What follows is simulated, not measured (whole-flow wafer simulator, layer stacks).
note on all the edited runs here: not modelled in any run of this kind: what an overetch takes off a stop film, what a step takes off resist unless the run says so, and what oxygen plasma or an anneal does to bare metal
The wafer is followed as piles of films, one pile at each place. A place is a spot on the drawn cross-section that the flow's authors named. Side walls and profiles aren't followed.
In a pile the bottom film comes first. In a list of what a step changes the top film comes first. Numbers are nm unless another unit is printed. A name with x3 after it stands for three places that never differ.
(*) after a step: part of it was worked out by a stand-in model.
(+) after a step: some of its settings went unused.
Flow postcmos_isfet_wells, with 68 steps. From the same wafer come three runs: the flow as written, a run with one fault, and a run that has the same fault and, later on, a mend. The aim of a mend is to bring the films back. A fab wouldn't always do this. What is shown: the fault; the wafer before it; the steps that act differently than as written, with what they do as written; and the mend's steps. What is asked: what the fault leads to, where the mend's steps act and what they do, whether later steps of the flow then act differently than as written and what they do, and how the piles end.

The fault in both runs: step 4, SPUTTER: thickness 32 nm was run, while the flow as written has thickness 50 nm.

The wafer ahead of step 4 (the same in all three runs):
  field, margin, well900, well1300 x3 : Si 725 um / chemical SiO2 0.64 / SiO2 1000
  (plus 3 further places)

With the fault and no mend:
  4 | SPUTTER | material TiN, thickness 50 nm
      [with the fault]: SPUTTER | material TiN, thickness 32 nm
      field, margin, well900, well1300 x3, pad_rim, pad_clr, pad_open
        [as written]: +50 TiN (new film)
        [with the fault]: +32 TiN (new film)
  Later steps of the flow acting differently than as written (1 more step, not shown, differs only slightly: by at most 2% or 0.5 nm, whichever is larger):
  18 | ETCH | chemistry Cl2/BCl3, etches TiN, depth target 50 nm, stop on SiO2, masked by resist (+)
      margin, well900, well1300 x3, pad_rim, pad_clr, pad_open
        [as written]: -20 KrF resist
        [with the fault]: -19.2 KrF resist
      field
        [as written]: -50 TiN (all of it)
        [with the fault]: -32 TiN (all of it)
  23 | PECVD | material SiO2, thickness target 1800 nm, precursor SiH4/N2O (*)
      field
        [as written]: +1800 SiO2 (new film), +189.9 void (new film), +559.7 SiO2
        [with the fault]: +1800 SiO2 (new film), +176.4 void (new film), +555.2 SiO2
  By the end, the piles at field, margin, well900, well1300 x3, pad_rim, pad_clr, pad_open depart from the flow's by more than 2% or 0.5 nm, whichever is larger.
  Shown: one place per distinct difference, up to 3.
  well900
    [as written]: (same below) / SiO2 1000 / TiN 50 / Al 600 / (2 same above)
    [with the fault]: (same below) / SiO2 1000 / TiN 32 / Al 600 / (2 same above)
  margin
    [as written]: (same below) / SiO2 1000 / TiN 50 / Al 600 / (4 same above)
    [with the fault]: (same below) / SiO2 1000 / TiN 32 / Al 600 / (4 same above)
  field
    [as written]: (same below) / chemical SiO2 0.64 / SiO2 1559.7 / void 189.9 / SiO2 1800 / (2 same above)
    [with the fault]: (same below) / chemical SiO2 0.64 / SiO2 1555.2 / void 176.4 / SiO2 1800 / (2 same above)

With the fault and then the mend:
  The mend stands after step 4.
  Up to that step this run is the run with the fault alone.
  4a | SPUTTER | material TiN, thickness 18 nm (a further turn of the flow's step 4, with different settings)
      field, margin, well900, well1300 x3, pad_rim, pad_clr, pad_open
        +18 TiN
  Every later step of the flow that is run acts as written at every place that is followed.
  At every place that both follow, the piles at the end match the flow's.
